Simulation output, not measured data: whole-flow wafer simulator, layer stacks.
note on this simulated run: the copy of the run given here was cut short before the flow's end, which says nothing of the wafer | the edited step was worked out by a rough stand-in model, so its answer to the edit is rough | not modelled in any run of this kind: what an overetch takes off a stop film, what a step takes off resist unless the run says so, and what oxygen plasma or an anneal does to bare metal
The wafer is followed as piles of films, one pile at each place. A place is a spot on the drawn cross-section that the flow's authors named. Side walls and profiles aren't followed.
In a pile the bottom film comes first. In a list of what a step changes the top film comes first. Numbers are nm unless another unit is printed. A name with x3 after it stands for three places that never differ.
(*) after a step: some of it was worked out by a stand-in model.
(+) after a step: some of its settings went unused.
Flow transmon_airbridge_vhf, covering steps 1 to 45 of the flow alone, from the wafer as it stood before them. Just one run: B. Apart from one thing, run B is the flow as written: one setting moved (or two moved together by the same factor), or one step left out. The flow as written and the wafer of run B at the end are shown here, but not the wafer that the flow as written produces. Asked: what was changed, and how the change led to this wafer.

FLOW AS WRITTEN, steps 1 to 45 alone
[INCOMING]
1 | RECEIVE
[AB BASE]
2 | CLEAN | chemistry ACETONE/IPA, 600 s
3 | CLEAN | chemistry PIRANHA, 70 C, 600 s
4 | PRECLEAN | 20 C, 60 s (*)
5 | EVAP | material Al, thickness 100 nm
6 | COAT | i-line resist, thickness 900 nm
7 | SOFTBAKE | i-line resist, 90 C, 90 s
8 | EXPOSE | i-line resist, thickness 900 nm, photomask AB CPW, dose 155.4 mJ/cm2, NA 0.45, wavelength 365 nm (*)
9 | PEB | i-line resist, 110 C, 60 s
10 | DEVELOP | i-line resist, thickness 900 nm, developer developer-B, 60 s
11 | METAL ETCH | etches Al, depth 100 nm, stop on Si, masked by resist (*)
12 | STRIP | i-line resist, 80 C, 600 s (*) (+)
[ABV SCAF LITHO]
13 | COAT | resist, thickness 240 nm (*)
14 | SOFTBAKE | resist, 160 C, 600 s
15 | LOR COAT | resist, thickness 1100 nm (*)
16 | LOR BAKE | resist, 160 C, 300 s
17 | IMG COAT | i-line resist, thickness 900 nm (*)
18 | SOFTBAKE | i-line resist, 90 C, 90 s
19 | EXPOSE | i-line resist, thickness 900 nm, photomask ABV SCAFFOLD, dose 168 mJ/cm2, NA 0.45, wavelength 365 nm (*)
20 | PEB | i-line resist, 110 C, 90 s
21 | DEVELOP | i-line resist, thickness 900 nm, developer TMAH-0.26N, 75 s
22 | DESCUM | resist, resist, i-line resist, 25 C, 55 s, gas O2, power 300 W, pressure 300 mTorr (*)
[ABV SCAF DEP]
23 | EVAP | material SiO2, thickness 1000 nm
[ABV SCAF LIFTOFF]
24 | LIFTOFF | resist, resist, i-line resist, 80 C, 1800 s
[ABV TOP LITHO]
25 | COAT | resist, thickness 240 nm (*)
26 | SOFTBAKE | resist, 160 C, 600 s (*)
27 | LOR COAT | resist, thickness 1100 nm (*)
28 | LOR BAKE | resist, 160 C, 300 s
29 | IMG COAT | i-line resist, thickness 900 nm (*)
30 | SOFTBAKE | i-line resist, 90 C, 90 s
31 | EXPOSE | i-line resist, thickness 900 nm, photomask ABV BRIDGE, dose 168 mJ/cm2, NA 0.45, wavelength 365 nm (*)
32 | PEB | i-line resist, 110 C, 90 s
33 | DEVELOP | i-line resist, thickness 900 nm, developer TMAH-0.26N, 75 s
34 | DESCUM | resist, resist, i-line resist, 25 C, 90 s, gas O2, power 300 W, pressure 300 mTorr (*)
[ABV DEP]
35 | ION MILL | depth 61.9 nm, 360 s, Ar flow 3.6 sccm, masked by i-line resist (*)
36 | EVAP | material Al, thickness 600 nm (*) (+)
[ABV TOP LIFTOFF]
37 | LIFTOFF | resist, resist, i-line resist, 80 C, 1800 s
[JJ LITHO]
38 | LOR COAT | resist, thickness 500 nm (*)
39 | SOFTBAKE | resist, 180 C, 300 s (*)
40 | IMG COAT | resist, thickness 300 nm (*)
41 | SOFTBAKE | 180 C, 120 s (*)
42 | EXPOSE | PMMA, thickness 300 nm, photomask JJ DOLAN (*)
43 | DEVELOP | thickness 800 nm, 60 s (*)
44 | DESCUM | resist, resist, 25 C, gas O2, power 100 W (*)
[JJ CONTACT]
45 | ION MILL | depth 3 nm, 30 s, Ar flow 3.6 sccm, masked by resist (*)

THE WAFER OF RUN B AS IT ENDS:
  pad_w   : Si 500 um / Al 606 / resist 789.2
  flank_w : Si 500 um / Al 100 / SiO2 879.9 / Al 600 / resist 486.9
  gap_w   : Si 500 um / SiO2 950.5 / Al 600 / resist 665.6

What caused this: step 35, ION MILL: 495 s was run, though the flow has 360 s.

Step by step, how the change led to this:
  35 | ION MILL | depth 61.9 nm, 360 s, Ar flow 3.6 sccm, masked by i-line resist (*)
      field x3, jj_line, ground_far, trace_open_s x2, margin_s, margin_n: -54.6 i-line resist (it would be, as written: -39.7 i-line resist)
      flank_w, gap_w, cpw_trace, gap_e, flank_e, bridge_strip: -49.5 SiO2 (it would be, as written: -36 SiO2)
      (as well as at 2 more places)
  37 | LIFTOFF | resist, resist, i-line resist, 80 C, 1800 s
      field x3, jj_line, trace_open_s x2: -600 Al (all of it), -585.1 i-line resist (all of it), -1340 resist (all of it) (it would be, as written: -600 Al (all of it), -600 i-line resist (all of it), -1340 resist (all of it))
      margin_s, margin_n: -600 Al (all of it), -303.4 i-line resist (all of it), -992 resist (all of it) (it would be, as written: -600 Al (all of it), -318.3 i-line resist (all of it), -992 resist (all of it))
      (as well as at 1 more place)
